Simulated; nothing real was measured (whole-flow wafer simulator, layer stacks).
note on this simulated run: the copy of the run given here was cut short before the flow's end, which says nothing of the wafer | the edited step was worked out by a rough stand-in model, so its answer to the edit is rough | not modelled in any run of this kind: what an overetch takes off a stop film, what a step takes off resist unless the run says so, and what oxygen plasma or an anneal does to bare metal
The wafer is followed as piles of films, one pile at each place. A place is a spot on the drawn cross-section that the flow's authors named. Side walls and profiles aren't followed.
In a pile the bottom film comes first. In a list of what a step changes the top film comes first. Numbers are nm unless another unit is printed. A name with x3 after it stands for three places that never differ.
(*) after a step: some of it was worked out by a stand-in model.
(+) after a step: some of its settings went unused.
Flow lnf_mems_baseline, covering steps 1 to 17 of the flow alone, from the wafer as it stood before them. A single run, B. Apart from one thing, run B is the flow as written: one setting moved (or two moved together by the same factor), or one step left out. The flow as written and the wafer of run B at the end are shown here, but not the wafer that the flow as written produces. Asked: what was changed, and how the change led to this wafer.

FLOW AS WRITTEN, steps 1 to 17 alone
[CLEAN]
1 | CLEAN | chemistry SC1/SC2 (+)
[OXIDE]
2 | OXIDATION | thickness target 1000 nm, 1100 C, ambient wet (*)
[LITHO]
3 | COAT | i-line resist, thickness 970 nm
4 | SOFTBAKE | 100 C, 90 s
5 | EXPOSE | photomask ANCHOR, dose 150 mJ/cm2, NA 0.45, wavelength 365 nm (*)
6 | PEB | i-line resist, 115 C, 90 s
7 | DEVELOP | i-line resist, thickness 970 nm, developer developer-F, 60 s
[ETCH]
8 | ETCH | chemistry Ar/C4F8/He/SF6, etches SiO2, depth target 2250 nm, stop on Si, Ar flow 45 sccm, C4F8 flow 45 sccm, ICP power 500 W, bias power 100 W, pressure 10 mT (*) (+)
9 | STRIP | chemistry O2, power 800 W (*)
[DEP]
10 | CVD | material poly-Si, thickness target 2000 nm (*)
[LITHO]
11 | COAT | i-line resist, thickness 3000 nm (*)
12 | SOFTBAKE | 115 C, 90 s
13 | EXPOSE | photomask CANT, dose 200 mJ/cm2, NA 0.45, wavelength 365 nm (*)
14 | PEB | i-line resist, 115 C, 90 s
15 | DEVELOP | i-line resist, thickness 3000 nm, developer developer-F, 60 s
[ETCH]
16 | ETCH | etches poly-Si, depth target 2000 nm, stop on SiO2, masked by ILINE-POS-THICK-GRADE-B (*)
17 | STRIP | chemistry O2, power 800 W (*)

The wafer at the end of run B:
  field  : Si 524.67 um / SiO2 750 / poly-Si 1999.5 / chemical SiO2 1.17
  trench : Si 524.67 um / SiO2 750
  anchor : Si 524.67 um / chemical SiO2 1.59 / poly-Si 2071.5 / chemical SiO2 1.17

What caused this: step 2, OXIDATION: thickness target 750 nm was run, whereas the flow has thickness target 1000 nm.
The wafer itself shows it: field has SiO2 750, and step 2 as written asks for 1000 nm.

How this came from the change, step by step:
  2 | OXIDATION | thickness target 1000 nm, 1100 C, ambient wet (*)
      field, anchor, beam, trench, char_slit: +750 SiO2 (new film), -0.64 chemical SiO2 (all of it), -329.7 Si (in the flow as written it would be: +1000 SiO2 (new film), -0.64 chemical SiO2 (all of it), -439.7 Si)
  8 | ETCH | chemistry Ar/C4F8/He/SF6, etches SiO2, depth target 2250 nm, stop on Si, Ar flow 45 sccm, C4F8 flow 45 sccm, ICP power 500 W, bias power 100 W, pressure 10 mT (*) (+)
      field, beam, trench, char_slit: -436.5 i-line resist (in the flow as written it would be: -561.5 i-line resist)
      anchor: -750 SiO2 (all of it) (in the flow as written it would be: -1000 SiO2 (all of it))
  9 | STRIP | chemistry O2, power 800 W (*)
      field, beam, trench, char_slit: -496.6 i-line resist (all of it) (in the flow as written it would be: -371.6 i-line resist (all of it))
  10 | CVD | material poly-Si, thickness target 2000 nm (*)
      anchor: +2072 poly-Si (new film) (in the flow as written it would be: +2322 poly-Si (new film))
